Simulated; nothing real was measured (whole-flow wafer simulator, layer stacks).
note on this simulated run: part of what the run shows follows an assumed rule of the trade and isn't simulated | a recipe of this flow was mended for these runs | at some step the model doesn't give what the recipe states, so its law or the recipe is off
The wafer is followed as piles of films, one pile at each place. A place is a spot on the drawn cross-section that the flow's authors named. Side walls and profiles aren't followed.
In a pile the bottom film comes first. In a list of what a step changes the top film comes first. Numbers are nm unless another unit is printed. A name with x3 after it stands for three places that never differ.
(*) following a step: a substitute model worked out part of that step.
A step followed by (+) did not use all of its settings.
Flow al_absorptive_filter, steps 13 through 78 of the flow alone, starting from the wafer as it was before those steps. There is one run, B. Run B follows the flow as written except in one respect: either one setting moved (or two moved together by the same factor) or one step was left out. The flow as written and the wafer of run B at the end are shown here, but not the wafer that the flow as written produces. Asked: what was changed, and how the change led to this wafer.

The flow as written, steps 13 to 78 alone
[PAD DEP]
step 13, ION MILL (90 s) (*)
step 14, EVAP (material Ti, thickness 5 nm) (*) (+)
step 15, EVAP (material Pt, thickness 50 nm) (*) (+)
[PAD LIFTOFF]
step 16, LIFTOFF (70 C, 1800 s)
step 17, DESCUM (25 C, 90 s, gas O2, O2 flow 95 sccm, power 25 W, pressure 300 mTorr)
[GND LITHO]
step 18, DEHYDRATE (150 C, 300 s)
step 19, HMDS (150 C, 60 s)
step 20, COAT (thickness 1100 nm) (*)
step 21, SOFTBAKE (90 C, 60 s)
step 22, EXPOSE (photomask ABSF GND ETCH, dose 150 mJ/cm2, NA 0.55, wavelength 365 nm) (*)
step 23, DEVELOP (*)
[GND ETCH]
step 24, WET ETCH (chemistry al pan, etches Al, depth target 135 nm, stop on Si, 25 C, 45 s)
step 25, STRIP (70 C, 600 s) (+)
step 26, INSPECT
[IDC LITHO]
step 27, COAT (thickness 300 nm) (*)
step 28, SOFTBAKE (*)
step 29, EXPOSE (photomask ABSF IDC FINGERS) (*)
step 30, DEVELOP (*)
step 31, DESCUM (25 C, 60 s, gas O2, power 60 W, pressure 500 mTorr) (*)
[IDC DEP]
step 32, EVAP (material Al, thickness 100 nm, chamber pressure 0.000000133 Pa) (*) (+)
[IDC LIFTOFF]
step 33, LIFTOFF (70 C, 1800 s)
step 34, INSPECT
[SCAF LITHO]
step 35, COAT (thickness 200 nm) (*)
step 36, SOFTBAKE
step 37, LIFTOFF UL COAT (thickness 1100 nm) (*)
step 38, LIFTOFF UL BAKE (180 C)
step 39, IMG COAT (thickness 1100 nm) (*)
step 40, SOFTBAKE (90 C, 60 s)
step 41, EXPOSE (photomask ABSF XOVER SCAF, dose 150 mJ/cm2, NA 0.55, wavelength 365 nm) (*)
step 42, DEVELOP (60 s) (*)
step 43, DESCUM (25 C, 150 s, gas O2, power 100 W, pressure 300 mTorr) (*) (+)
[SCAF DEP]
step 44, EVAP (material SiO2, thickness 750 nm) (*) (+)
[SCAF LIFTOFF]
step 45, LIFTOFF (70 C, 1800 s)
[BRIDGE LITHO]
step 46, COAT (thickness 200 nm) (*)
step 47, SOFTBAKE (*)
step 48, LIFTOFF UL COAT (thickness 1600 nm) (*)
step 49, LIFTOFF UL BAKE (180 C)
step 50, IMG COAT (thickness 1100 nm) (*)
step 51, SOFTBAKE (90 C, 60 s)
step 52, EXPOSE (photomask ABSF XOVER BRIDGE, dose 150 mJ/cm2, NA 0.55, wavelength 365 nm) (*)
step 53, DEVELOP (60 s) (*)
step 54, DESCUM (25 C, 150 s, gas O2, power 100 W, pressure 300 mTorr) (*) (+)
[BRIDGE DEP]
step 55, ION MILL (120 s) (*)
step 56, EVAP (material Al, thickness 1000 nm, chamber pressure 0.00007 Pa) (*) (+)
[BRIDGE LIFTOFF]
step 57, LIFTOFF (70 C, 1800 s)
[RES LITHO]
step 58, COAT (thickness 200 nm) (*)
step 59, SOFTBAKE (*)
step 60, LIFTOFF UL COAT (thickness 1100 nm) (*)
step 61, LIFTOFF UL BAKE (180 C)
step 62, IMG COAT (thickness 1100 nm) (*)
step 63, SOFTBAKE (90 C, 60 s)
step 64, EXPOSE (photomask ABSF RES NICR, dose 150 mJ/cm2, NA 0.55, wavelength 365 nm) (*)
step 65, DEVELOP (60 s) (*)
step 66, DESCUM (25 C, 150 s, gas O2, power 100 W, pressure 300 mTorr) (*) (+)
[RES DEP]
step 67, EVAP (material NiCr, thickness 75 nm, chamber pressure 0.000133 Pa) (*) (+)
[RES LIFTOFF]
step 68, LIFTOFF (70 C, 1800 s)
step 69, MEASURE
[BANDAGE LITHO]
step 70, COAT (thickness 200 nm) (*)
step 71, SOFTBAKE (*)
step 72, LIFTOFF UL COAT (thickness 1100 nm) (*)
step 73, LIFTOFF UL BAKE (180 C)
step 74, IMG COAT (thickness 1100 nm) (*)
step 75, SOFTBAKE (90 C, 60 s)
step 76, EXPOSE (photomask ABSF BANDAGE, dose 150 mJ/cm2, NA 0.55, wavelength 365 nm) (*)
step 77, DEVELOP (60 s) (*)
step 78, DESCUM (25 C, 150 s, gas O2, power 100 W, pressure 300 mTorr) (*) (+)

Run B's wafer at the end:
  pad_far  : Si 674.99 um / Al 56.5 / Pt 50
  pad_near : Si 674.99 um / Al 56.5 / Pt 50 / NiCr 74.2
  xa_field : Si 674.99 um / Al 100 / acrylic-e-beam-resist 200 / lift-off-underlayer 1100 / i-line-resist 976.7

What caused this: step 14, EVAP: material Ti, thickness 5 nm (*) (+), was skipped.

The path from the change to this, step by step:
  step 16, LIFTOFF (70 C, 1800 s)
      gnd, ledge, res and 9 more: Pt loses 50 (all of it), i-line-resist loses 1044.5 (all of it), lift-off-underlayer loses 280 (all of it) (as written it would have been: Pt loses 50 (all of it), Ti loses 5 (all of it), i-line-resist loses 1044.5 (all of it), lift-off-underlayer loses 280 (all of it))
